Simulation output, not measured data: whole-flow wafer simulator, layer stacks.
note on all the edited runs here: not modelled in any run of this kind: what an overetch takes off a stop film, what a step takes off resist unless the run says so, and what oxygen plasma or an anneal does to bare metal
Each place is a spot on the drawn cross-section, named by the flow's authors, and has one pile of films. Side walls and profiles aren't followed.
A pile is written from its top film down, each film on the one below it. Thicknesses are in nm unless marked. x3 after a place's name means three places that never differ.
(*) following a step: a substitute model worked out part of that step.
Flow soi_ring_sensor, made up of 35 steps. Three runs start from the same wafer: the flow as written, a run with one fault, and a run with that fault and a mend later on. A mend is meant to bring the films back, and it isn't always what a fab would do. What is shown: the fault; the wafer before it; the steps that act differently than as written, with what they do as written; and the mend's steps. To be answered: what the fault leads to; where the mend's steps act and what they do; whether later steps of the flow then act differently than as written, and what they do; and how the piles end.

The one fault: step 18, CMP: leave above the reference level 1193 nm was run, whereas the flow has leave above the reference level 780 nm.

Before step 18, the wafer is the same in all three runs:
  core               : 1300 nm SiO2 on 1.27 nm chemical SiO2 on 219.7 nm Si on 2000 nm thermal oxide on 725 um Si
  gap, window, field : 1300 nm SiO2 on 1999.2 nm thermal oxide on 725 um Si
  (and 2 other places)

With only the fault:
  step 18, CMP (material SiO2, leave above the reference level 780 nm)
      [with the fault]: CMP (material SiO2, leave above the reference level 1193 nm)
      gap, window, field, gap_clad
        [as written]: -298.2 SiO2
        [with the fault]: nothing
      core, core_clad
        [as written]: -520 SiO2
        [with the fault]: -107 SiO2
  Later steps of the flow acting differently than as written (1 more step, not shown, differs only slightly: by at most 2% or 0.5 nm, whichever is larger):
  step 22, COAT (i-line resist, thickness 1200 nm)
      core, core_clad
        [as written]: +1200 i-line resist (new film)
        [with the fault]: +1100.4 i-line resist (new film)
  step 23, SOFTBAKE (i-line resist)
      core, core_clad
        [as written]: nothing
        [with the fault]: -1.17 i-line resist
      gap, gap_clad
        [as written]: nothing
        [with the fault]: -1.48 i-line resist
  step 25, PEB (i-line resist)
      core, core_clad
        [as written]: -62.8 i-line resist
        [with the fault]: -57.3 i-line resist
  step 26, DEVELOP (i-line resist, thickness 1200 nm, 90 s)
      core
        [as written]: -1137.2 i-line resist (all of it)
        [with the fault]: -1041.9 i-line resist (all of it)
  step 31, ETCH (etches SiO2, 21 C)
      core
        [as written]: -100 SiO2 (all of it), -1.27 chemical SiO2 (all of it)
        [with the fault]: -462 SiO2
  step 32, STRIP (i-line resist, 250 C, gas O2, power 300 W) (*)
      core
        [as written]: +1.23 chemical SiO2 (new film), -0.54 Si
        [with the fault]: nothing
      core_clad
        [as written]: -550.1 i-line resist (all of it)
        [with the fault]: -455.1 i-line resist (all of it)
  By the end, the piles at core, field, core_clad depart from the flow's by more than 2% or 0.5 nm, whichever is larger.
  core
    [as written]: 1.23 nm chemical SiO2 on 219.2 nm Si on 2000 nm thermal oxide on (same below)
    [with the fault]: 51 nm SiO2 on 1.27 nm chemical SiO2 on 219.7 nm Si on 2000 nm thermal oxide on (same below)
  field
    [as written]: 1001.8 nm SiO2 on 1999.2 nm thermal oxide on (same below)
    [with the fault]: 1300 nm SiO2 on 1999.2 nm thermal oxide on (same below)
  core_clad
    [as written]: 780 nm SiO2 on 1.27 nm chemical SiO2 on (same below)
    [with the fault]: 1193 nm SiO2 on 1.27 nm chemical SiO2 on (same below)

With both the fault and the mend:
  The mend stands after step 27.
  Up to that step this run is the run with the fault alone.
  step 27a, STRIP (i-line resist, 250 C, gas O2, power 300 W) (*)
      field
        -1138.3 i-line resist (all of it)
      core_clad
        -1041.9 i-line resist (all of it)
      gap_clad
        -1151.2 i-line resist (all of it)
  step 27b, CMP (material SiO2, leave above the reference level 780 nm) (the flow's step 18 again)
      gap, window, field, gap_clad
        -298.2 SiO2
      core, core_clad
        -413 SiO2
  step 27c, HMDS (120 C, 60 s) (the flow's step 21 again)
      alters no film at any place that is followed
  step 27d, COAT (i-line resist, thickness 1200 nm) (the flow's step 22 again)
      core, gap, window, field, core_clad, gap_clad
        +1200 i-line resist (new film)
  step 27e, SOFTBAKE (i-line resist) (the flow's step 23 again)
      alters no film at any place that is followed
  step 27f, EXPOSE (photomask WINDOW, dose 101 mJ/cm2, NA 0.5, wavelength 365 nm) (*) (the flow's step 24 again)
      alters no film at any place that is followed
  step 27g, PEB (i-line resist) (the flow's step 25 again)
      core, gap, window, field, core_clad, gap_clad
        -62.8 i-line resist
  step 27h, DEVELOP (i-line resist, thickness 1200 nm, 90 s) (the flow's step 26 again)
      core, gap, window
        -1137.2 i-line resist (all of it)
      field, core_clad, gap_clad
        -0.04 i-line resist
  Later steps of the flow that are run all act as written at every place that is followed.
  The piles end the same as the flow's at every place that both follow.
